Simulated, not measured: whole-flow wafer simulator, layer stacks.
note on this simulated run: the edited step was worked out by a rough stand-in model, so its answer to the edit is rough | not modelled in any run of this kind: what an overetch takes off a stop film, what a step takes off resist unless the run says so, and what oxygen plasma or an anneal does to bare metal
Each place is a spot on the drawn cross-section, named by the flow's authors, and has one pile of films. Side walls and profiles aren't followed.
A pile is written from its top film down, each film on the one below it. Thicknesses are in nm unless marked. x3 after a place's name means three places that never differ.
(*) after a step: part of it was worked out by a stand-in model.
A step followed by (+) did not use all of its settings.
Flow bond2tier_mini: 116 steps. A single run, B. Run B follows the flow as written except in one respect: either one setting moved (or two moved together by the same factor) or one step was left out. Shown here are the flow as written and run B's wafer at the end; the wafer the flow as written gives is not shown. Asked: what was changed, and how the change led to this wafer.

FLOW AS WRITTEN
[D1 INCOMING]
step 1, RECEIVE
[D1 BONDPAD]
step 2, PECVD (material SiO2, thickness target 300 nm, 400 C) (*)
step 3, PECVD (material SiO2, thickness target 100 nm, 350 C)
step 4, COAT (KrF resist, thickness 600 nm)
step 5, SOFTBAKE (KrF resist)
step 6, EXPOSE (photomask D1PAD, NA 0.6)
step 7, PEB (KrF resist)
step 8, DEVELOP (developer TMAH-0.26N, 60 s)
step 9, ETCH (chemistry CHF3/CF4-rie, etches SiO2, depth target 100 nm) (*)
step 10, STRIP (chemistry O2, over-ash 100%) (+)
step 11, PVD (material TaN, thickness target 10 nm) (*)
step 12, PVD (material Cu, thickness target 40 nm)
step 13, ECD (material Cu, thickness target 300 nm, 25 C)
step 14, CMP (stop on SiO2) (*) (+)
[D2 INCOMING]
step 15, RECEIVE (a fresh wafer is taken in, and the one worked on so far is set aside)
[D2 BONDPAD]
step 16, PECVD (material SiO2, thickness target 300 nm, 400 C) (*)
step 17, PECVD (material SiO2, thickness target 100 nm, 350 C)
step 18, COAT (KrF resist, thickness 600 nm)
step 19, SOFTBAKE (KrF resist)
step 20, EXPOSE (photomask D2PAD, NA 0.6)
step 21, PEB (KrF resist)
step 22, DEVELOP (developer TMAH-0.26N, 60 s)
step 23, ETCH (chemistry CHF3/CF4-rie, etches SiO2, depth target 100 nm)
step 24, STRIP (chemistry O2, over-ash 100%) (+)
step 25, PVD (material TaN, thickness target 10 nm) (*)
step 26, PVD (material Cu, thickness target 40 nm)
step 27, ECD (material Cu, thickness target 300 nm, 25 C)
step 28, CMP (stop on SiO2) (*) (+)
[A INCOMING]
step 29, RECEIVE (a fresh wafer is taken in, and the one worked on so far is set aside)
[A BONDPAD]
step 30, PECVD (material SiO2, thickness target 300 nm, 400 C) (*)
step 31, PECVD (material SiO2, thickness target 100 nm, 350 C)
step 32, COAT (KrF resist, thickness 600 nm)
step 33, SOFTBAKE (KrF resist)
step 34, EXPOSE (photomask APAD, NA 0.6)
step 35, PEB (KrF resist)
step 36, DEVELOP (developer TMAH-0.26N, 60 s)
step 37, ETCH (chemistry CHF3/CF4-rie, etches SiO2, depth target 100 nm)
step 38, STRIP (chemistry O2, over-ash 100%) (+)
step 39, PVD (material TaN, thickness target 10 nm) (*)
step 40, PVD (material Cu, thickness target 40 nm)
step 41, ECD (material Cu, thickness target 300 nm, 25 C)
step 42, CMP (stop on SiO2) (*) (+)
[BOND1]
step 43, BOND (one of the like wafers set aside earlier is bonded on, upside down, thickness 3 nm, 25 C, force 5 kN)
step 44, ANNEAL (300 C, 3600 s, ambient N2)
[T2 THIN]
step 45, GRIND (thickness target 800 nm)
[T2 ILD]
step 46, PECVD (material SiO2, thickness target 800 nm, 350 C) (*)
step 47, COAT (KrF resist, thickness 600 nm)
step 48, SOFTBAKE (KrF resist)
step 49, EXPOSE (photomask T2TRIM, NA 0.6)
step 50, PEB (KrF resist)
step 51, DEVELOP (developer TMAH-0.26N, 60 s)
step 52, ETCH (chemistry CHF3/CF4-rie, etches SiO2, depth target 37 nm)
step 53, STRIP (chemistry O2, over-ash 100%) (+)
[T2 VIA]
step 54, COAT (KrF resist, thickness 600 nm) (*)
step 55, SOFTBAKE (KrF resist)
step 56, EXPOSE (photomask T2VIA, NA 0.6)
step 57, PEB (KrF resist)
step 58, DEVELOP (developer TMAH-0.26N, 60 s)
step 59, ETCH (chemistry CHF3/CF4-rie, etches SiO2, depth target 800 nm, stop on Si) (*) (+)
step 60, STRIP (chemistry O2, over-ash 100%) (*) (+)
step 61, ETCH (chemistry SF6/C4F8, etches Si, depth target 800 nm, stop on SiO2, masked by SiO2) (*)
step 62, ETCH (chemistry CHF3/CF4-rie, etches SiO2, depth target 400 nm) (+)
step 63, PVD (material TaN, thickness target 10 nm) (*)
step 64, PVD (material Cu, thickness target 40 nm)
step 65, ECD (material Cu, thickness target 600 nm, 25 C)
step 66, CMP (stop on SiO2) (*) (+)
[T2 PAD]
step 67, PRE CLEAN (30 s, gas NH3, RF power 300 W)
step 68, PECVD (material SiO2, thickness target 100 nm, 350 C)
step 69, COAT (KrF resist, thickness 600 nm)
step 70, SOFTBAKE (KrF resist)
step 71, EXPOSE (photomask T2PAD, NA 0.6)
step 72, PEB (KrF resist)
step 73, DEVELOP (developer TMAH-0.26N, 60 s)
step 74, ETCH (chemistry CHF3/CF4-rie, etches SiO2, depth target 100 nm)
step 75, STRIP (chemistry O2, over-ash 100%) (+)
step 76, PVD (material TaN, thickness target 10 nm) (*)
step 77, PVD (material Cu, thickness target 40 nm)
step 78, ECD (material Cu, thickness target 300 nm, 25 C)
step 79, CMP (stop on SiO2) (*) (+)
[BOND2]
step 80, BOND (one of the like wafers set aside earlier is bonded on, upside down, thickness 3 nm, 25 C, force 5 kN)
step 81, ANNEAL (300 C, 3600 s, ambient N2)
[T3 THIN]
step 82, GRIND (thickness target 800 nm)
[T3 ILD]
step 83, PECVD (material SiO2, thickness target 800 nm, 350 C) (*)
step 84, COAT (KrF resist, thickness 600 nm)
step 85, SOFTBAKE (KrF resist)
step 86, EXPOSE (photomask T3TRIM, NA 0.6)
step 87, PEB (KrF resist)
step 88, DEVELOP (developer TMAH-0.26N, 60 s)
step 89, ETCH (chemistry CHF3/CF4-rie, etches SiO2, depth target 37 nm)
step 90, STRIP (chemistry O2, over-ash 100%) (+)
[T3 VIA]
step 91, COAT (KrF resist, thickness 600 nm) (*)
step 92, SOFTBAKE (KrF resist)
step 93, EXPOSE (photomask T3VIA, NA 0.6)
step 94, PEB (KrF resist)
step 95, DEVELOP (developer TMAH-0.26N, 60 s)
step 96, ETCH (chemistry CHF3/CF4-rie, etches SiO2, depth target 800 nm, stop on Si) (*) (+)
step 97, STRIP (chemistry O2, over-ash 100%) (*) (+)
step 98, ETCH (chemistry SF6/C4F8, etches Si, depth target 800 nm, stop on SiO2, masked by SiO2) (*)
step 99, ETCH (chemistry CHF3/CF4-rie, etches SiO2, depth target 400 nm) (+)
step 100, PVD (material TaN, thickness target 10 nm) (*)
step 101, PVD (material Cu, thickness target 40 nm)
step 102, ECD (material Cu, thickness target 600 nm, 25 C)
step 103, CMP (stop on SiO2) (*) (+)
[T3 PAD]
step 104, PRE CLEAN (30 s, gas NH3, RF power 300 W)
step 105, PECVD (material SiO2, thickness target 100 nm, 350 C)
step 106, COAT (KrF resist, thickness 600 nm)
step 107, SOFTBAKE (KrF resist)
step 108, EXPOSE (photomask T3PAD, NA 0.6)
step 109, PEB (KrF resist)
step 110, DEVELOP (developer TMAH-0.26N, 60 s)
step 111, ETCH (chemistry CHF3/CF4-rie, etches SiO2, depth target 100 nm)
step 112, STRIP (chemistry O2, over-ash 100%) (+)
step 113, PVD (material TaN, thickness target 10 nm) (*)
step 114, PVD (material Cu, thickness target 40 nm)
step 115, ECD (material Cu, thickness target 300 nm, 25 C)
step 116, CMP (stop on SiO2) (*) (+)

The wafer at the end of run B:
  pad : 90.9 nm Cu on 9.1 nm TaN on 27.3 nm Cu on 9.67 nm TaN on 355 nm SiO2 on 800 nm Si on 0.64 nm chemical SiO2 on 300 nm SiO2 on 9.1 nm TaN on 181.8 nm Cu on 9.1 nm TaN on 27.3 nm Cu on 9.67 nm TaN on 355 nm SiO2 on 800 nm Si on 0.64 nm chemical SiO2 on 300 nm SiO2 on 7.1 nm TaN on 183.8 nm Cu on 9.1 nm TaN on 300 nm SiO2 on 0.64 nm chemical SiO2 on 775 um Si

What caused this: step 11, PVD: thickness target 7.8 nm was run, while the flow as written has thickness target 10 nm.

Step by step, how the change led to this:
  step 11, PVD (material TaN, thickness target 10 nm) (*)
      field: TaN gains 7.8 (new film) (in the flow as written it would be: TaN gains 10 (new film))
      pad: TaN gains 7.1 (new film) (in the flow as written it would be: TaN gains 9.1 (new film))
      (as well as at 1 more place)
  step 14, CMP (stop on SiO2) (*) (+)
      field: Cu loses 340 (all of it), TaN loses 7.8 (all of it) (in the flow as written it would be: Cu loses 340 (all of it), TaN loses 10 (all of it))
  step 43, BOND (one of the like wafers set aside earlier is bonded on, upside down, thickness 3 nm, 25 C, force 5 kN)
      pad: Si gains 775 um (new film), chemical SiO2 gains 0.64 (new film), SiO2 gains 300 (new film), TaN gains 7.1 (new film), Cu gains 92.9 (in the flow as written it would be: Si gains 775 um (new film), chemical SiO2 gains 0.64 (new film), SiO2 gains 300 (new film), TaN gains 9.1 (new film), Cu gains 90.9)
      via: Si gains 775 um (new film), chemical SiO2 gains 0.64 (new film), SiO2 gains 300 (new film), TaN gains 7.78 (new film), Cu gains 92.2 (in the flow as written it would be: Si gains 775 um (new film), chemical SiO2 gains 0.64 (new film), SiO2 gains 300 (new film), TaN gains 9.97 (new film), Cu gains 90)
